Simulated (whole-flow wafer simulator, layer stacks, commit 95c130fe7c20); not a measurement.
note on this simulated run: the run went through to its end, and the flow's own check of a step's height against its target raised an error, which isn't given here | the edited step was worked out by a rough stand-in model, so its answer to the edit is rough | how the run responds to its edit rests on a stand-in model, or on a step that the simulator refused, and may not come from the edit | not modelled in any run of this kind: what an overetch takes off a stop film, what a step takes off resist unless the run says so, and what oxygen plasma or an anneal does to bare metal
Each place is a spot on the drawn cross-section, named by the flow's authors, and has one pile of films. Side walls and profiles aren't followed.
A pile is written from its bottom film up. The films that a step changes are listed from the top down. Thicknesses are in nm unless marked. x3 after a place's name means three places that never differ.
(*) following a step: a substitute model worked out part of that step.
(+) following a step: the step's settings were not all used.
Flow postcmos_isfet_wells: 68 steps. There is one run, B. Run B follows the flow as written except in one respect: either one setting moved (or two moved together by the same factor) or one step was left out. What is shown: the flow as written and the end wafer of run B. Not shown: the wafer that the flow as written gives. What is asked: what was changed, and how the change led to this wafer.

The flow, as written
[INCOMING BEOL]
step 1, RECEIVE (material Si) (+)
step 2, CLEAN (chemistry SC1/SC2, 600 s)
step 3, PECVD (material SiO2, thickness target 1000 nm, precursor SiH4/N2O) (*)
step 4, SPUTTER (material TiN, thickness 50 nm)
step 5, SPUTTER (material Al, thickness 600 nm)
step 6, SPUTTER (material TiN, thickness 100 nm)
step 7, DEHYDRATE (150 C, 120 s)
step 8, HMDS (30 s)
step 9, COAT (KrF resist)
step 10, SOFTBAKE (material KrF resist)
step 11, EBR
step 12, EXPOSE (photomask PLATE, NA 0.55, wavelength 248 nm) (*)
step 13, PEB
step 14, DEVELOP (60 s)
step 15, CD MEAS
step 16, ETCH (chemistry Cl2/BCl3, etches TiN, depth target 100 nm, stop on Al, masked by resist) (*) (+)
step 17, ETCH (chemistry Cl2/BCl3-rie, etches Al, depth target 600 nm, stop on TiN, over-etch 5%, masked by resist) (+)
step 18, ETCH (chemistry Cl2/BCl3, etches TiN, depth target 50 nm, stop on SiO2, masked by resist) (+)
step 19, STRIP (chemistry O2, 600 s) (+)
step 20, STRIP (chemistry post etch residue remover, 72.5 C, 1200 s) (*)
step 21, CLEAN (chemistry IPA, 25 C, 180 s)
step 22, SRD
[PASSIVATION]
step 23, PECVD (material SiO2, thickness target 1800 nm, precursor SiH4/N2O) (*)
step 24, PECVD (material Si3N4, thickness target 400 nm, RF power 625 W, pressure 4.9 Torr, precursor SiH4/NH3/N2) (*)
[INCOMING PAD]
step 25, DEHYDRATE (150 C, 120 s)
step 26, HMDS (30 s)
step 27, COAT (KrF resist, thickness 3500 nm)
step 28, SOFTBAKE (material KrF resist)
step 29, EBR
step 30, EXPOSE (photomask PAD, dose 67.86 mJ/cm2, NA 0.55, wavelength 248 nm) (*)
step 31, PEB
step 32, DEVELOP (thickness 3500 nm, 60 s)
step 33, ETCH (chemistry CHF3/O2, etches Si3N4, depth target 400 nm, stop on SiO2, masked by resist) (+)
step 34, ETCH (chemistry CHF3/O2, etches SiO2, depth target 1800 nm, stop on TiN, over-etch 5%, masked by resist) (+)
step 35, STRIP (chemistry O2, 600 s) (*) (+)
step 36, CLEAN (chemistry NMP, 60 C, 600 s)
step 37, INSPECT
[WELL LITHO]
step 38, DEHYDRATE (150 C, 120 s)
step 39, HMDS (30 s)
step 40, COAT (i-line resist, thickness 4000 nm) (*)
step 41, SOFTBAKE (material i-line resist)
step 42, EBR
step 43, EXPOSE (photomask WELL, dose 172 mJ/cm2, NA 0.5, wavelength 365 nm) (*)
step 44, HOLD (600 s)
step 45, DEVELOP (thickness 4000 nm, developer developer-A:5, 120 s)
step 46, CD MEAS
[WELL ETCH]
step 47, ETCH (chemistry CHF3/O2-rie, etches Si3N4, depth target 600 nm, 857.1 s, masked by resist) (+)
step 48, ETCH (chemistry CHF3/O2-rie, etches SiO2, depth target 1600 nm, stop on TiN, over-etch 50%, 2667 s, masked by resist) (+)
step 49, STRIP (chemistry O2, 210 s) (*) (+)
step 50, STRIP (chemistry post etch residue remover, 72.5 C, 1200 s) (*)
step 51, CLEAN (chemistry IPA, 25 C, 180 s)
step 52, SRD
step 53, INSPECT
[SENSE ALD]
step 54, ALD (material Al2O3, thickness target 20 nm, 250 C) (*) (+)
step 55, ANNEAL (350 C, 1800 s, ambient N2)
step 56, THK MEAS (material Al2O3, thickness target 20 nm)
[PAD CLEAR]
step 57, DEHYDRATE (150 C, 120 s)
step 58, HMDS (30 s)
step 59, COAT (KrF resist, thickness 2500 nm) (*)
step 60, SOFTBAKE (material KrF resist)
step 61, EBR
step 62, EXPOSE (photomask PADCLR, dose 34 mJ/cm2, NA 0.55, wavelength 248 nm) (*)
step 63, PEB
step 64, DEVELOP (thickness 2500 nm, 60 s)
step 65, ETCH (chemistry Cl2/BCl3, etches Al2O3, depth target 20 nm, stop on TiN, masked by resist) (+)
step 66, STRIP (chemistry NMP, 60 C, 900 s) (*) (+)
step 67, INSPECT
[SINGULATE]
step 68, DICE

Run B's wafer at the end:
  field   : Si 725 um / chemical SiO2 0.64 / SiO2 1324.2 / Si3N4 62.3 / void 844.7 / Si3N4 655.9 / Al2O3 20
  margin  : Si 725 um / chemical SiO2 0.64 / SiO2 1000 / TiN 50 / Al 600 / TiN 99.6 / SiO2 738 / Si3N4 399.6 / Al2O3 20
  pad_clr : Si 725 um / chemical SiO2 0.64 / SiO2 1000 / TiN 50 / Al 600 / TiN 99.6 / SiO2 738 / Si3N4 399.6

What caused this: step 23, PECVD: thickness target 738 nm was run, while the flow as written has thickness target 1800 nm.
One can read it off the wafer: margin has SiO2 738, and step 23 as written asks for 1800 nm.

How this came from the change, step by step:
  step 23, PECVD (material SiO2, thickness target 1800 nm, precursor SiH4/N2O) (*)
      field: SiO2 gains 324.2 (it would be, as written: SiO2 gains 1800 (new film), void gains 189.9 (new film), SiO2 gains 559.7)
      margin, well900, well1300 x3, pad_rim, pad_clr, pad_open: SiO2 gains 738 (new film) (it would be, as written: SiO2 gains 1800 (new film))
  step 24, PECVD (material Si3N4, thickness target 400 nm, RF power 625 W, pressure 4.9 Torr, precursor SiH4/NH3/N2) (*)
      field: Si3N4 gains 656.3 (new film), void gains 844.7 (new film), Si3N4 gains 62.3 (new film) (it would be, as written: Si3N4 gains 400 (new film))
  step 34, ETCH (chemistry CHF3/O2, etches SiO2, depth target 1800 nm, stop on TiN, over-etch 5%, masked by resist) (+)
      field, margin, well900, well1300 x3, pad_rim, pad_clr: KrF resist loses 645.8 (it would be, as written: KrF resist loses 1500)
      pad_open: SiO2 loses 738 (all of it) (it would be, as written: SiO2 loses 1800 (all of it))
  step 35, STRIP (chemistry O2, 600 s) (*) (+)
      field, margin, well900, well1300 x3, pad_rim, pad_clr: KrF resist loses 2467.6 (all of it) (it would be, as written: KrF resist loses 1613.3 (all of it))
  step 40, COAT (i-line resist, thickness 4000 nm) (*)
      pad_clr: i-line resist gains 3599.4 (new film) (it would be, as written: i-line resist gains 3256.8 (new film))
      pad_open: i-line resist gains 4420.7 (new film) (it would be, as written: i-line resist gains 4804.7 (new film))
  step 41, SOFTBAKE (material i-line resist)
      pad_clr: i-line resist loses 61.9 (it would be, as written: i-line resist loses 156.7)
      pad_open: i-line resist gains 63.4 (it would be, as written: i-line resist gains 115.3)
  step 48, ETCH (chemistry CHF3/O2-rie, etches SiO2, depth target 1600 nm, stop on TiN, over-etch 50%, 2667 s, masked by resist) (+)
      well900, well1300 x3: SiO2 loses 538 (all of it) (it would be, as written: SiO2 loses 1600 (all of it))
  step 49, STRIP (chemistry O2, 210 s) (*) (+)
      pad_clr: i-line resist loses 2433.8 (all of it) (it would be, as written: i-line resist loses 1996.5 (all of it))
      pad_open: i-line resist loses 3380.4 (all of it) (it would be, as written: i-line resist loses 3816.3 (all of it))
  step 59, COAT (KrF resist, thickness 2500 nm) (*)
      field: KrF resist gains 1956.3 (new film) (it would be, as written: KrF resist gains 1449 (new film))
      margin: KrF resist gains 1956.3 (new film) (it would be, as written: KrF resist gains 1448.9 (new film))
      (and at 3 other places as well)
  step 60, SOFTBAKE (material KrF resist)
      pad_clr: KrF resist loses 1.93 (it would be, as written: KrF resist loses 3.77)
  step 63, PEB
      field, margin: KrF resist loses 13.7 (it would be, as written: KrF resist loses 10.1)
      pad_rim: KrF resist loses 15.7 (it would be, as written: KrF resist loses 13.9)
      (and at 2 other places as well)
  step 64, DEVELOP (thickness 2500 nm, 60 s)
      pad_clr: KrF resist loses 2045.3 (all of it) (it would be, as written: KrF resist loses 1676 (all of it))
      pad_open: KrF resist loses 2775.7 (all of it) (it would be, as written: KrF resist loses 3045.1 (all of it))
  step 66, STRIP (chemistry NMP, 60 C, 900 s) (*) (+)
      field, margin: KrF resist loses 1903.8 (all of it) (it would be, as written: KrF resist loses 1400.1 (all of it))
      pad_rim: KrF resist loses 2168.5 (all of it) (it would be, as written: KrF resist loses 1923.7 (all of it))
